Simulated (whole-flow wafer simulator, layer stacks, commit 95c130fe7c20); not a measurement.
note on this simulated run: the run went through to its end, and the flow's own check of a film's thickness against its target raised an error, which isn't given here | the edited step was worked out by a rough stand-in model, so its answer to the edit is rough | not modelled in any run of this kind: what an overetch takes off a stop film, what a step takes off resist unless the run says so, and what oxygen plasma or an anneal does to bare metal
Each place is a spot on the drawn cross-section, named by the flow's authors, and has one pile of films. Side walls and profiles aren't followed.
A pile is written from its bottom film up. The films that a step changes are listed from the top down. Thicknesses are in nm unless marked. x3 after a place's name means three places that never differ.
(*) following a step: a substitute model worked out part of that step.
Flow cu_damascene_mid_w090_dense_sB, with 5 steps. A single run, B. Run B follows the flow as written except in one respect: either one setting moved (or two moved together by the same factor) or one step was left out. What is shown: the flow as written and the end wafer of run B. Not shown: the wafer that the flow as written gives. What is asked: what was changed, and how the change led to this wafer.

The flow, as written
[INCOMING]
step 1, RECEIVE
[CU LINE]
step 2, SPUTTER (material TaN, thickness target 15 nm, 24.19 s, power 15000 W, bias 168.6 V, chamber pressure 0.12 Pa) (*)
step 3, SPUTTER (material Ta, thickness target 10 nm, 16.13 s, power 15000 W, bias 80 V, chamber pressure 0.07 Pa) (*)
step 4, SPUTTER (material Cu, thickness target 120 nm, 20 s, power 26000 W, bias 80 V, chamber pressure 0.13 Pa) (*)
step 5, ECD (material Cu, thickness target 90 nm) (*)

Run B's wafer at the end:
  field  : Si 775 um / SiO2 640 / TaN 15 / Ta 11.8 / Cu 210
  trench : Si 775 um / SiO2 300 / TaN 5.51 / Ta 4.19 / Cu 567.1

Cause: step 3, SPUTTER: thickness target 11.8 nm was run, though the flow has thickness target 10 nm; step 3, SPUTTER: 18.95 s was run, where the flow has 16.13 s.
One can read it off the wafer: field has Ta 11.8, and step 3 as written asks for 10 nm.

The path from the change to this, step by step:
  step 3, SPUTTER (material Ta, thickness target 10 nm, 16.13 s, power 15000 W, bias 80 V, chamber pressure 0.07 Pa) (*)
      field: Ta gains 11.8 (new film) (in the flow as written it would be: Ta gains 10 (new film))
      trench: Ta gains 4.19 (new film) (in the flow as written it would be: Ta gains 3.55 (new film))
